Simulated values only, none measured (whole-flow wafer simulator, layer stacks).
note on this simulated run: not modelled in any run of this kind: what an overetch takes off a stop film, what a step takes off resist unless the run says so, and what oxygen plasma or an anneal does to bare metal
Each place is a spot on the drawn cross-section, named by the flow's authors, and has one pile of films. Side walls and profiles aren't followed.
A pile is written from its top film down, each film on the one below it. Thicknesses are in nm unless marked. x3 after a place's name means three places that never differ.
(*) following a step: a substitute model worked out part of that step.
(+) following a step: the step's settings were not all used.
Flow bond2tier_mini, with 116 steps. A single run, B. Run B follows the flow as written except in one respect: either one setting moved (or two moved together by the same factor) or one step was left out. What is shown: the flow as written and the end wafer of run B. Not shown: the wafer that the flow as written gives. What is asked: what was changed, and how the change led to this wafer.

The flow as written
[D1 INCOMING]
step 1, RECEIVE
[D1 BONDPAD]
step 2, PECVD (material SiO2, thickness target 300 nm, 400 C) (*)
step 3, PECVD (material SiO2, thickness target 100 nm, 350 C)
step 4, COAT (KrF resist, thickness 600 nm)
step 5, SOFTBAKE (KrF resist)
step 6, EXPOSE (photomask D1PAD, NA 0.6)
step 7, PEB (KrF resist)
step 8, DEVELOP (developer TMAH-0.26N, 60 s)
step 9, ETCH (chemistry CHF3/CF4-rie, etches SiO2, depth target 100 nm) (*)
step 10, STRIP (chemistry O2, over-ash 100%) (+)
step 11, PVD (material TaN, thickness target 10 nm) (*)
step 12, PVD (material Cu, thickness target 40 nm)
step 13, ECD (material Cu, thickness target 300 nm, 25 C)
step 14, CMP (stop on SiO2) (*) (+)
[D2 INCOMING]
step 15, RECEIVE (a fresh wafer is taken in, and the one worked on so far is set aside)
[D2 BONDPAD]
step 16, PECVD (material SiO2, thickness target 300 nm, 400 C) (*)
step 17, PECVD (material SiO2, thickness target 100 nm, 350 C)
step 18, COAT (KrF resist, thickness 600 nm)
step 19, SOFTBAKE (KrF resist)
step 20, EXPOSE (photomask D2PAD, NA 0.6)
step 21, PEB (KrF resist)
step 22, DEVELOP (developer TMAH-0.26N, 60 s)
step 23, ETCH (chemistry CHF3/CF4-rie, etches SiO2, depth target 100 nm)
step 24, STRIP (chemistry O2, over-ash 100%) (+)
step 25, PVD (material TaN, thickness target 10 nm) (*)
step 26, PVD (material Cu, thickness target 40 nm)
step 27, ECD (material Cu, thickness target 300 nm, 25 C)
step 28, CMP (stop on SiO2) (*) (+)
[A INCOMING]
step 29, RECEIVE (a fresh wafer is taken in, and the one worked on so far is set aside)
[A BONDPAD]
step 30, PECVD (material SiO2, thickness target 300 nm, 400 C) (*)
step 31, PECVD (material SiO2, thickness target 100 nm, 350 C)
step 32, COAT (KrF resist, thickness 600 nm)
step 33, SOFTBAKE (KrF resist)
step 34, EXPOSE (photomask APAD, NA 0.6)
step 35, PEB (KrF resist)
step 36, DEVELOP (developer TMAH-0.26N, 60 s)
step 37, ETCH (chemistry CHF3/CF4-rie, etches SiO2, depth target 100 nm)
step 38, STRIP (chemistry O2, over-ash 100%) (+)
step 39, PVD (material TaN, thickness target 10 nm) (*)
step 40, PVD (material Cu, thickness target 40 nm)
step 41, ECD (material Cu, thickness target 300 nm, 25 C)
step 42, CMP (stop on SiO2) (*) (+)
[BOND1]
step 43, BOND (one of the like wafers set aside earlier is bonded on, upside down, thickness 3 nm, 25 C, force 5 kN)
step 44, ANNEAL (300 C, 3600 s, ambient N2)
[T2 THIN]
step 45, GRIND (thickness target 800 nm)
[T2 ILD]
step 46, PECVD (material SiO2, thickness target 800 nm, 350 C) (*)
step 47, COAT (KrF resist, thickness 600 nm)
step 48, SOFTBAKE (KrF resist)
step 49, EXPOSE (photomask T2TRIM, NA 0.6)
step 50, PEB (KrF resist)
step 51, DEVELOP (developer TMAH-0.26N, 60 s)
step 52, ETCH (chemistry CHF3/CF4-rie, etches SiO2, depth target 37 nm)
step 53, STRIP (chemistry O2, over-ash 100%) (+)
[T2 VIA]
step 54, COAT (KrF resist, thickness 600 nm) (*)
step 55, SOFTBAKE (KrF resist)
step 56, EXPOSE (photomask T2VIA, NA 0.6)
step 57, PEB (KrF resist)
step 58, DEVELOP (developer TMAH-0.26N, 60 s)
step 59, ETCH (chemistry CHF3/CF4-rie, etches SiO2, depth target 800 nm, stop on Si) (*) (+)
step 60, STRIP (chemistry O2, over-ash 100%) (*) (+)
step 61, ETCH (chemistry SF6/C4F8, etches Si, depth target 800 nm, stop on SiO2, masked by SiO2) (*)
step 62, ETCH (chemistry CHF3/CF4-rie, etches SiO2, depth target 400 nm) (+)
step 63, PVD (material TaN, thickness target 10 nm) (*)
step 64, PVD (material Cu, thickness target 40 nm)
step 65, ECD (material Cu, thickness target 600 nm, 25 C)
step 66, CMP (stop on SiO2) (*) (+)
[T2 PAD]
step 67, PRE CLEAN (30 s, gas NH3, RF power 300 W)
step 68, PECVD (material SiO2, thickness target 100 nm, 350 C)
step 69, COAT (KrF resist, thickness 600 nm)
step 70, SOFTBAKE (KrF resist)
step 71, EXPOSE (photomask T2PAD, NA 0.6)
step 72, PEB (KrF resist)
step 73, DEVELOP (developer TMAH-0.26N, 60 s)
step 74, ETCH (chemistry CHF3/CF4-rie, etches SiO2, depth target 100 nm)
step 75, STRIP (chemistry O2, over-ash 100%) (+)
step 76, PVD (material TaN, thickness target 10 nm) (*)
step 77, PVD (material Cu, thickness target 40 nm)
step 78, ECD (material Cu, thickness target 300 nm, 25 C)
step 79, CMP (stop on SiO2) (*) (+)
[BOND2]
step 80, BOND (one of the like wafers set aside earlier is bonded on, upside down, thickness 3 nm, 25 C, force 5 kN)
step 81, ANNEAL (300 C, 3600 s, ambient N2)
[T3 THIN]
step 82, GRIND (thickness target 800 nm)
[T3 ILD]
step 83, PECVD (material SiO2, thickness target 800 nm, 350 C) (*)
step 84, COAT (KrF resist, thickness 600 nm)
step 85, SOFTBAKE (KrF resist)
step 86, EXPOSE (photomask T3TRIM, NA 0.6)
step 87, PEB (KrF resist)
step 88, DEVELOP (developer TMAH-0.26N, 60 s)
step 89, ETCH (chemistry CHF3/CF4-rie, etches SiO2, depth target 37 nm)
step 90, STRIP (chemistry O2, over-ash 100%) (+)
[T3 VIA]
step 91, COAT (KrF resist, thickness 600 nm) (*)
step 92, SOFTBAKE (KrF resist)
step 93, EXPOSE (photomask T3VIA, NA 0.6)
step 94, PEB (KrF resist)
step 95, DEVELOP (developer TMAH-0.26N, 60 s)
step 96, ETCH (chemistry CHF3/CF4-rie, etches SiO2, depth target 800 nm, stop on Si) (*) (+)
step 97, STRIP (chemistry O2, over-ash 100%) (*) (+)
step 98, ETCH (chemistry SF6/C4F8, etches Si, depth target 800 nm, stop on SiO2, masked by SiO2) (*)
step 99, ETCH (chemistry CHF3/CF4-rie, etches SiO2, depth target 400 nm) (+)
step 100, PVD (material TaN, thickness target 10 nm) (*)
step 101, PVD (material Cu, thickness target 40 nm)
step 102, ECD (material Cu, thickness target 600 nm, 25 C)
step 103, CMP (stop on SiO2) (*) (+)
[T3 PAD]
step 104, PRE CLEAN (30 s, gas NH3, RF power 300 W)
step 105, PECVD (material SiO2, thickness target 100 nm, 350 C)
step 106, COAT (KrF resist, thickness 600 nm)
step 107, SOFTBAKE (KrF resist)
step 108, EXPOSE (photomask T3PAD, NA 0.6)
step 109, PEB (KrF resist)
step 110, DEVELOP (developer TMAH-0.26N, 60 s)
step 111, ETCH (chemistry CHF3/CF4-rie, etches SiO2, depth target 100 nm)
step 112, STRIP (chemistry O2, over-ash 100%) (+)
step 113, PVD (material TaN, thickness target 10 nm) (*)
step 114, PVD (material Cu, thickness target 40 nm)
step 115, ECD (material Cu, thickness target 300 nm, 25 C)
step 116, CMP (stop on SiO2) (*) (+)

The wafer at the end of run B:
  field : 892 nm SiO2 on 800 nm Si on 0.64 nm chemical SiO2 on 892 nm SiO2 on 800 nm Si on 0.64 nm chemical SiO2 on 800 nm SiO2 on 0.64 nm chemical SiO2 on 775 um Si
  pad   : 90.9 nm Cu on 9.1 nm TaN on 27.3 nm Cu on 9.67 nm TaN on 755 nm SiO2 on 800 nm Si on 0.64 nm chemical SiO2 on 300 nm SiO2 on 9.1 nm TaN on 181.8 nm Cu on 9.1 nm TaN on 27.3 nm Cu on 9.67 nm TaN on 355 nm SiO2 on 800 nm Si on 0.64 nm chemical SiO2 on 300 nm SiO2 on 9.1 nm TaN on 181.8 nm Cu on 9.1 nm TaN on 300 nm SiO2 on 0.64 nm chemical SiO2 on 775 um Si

Cause: step 99, ETCH: chemistry CHF3/CF4-rie, etches SiO2, depth target 400 nm (+), was not run.

Step by step, how the change led to this:
  (no step that both runs have acts differently)
